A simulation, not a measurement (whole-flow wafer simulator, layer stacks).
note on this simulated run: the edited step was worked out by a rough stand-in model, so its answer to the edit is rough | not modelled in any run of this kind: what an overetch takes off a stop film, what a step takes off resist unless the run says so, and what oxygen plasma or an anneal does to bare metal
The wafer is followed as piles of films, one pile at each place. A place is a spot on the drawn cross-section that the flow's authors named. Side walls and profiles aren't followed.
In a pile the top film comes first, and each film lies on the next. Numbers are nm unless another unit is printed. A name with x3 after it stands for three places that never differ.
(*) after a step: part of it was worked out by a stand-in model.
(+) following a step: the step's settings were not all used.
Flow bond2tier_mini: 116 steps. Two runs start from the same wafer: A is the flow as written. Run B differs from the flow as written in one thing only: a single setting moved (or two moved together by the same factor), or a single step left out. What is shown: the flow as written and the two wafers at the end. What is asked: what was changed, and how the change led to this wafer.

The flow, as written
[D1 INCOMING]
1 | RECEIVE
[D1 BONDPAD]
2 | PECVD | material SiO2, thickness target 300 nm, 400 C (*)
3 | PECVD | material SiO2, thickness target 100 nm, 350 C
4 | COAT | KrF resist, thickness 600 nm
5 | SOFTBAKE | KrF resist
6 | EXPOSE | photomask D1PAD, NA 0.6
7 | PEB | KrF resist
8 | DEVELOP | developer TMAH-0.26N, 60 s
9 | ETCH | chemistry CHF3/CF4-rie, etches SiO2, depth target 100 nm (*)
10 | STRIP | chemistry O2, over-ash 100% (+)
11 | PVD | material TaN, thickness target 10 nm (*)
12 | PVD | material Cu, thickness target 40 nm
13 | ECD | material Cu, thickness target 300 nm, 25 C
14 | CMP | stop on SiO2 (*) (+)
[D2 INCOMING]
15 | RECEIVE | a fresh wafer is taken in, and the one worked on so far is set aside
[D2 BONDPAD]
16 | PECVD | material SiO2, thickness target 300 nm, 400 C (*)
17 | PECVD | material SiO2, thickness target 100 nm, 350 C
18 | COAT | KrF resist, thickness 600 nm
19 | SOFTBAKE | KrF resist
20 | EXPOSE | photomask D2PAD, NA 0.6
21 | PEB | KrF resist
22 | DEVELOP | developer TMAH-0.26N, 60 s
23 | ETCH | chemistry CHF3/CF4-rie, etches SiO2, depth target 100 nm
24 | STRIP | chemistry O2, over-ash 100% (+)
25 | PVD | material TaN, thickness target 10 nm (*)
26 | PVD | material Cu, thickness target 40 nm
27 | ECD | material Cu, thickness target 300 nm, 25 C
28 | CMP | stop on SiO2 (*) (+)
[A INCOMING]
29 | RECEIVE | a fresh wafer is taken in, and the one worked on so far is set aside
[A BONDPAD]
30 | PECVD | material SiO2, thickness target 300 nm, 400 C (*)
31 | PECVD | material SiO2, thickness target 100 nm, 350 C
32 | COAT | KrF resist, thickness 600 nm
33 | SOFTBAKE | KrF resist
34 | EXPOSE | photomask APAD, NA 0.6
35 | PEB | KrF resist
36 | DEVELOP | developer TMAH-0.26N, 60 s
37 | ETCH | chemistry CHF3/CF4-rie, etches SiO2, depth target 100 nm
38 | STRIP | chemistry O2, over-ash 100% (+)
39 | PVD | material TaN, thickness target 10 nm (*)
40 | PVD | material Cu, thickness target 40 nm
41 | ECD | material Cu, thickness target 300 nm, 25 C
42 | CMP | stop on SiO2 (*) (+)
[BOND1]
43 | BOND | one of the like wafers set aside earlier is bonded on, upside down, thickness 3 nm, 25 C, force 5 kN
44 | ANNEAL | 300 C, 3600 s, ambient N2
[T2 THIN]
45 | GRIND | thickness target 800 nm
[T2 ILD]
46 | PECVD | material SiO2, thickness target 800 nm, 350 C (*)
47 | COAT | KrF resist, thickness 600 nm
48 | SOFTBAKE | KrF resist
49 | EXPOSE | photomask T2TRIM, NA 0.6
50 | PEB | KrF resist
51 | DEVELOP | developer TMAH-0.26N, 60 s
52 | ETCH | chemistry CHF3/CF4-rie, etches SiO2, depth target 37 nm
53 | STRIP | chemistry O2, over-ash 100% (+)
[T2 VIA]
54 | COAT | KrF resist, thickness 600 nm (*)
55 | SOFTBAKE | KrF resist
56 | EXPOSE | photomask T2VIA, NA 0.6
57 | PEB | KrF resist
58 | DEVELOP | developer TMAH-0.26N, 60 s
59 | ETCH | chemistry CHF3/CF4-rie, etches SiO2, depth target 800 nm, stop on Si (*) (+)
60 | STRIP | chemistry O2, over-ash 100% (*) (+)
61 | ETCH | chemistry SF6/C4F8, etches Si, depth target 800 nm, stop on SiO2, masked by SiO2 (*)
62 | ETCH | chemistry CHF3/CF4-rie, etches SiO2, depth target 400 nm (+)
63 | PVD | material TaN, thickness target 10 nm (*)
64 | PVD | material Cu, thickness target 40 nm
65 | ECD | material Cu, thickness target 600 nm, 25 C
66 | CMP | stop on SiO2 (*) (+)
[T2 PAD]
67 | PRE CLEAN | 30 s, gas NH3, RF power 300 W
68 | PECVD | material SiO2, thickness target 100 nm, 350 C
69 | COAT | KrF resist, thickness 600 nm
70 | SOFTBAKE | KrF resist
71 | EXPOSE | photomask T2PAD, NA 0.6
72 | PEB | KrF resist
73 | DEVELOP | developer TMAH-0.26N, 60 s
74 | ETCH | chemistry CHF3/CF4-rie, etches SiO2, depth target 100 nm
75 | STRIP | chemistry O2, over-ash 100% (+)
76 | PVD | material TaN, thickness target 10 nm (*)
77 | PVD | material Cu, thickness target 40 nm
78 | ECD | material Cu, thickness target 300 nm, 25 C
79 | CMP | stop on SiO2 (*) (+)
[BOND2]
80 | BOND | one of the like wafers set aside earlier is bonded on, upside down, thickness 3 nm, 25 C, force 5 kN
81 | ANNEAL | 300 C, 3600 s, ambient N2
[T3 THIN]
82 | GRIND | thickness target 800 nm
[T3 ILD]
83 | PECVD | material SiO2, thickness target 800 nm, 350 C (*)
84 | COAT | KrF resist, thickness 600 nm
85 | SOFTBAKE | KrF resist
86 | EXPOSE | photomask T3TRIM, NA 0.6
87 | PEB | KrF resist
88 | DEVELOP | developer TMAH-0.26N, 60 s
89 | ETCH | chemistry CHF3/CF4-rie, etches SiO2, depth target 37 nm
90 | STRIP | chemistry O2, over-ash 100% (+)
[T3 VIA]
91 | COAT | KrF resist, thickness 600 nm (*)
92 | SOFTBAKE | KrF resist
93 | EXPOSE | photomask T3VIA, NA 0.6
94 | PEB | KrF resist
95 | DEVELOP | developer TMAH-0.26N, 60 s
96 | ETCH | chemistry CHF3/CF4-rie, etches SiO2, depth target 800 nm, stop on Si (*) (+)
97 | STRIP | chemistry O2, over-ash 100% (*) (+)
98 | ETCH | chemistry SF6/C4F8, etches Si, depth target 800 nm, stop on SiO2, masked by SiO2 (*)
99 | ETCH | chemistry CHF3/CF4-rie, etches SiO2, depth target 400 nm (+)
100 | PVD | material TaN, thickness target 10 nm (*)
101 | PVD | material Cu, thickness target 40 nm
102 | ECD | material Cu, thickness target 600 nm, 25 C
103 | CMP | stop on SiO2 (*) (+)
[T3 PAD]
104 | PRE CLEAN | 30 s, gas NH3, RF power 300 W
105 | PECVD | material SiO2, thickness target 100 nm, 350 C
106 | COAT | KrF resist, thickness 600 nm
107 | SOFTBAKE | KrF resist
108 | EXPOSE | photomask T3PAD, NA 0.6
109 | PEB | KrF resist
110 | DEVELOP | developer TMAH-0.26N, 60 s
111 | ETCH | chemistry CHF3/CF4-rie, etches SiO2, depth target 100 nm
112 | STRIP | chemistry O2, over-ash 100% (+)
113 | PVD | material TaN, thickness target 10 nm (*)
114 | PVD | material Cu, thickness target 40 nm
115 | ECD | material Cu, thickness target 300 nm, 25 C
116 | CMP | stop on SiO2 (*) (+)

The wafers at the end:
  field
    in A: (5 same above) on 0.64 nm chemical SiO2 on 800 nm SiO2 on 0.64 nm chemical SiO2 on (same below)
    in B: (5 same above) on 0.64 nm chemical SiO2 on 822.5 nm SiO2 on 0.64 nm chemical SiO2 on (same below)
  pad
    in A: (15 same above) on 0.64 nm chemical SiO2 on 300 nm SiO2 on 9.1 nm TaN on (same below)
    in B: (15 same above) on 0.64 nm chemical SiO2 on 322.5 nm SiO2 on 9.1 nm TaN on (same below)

The reason: step 2, PECVD: thickness target 322.5 nm was run, whereas the flow has thickness target 300 nm.
The wafer itself shows it: pad has SiO2 322.5, and step 2 as written asks for 300 nm.

The path from the change to this, step by step:
  2 | PECVD | material SiO2, thickness target 300 nm, 400 C (*)
      field, pad, via: A SiO2 gains 300 (new film) | B SiO2 gains 322.5 (new film)
  43 | BOND | one of the like wafers set aside earlier is bonded on, upside down, thickness 3 nm, 25 C, force 5 kN
      field: A Si gains 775 um (new film), chemical SiO2 gains 0.64 (new film), SiO2 gains 400 | B Si gains 775 um (new film), chemical SiO2 gains 0.64 (new film), SiO2 gains 422.5
      pad: A Si gains 775 um (new film), chemical SiO2 gains 0.64 (new film), SiO2 gains 300 (new film), TaN gains 9.1 (new film), Cu gains 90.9 | B Si gains 775 um (new film), chemical SiO2 gains 0.64 (new film), SiO2 gains 322.5 (new film), TaN gains 9.1 (new film), Cu gains 90.9
      (also at 1 further place)
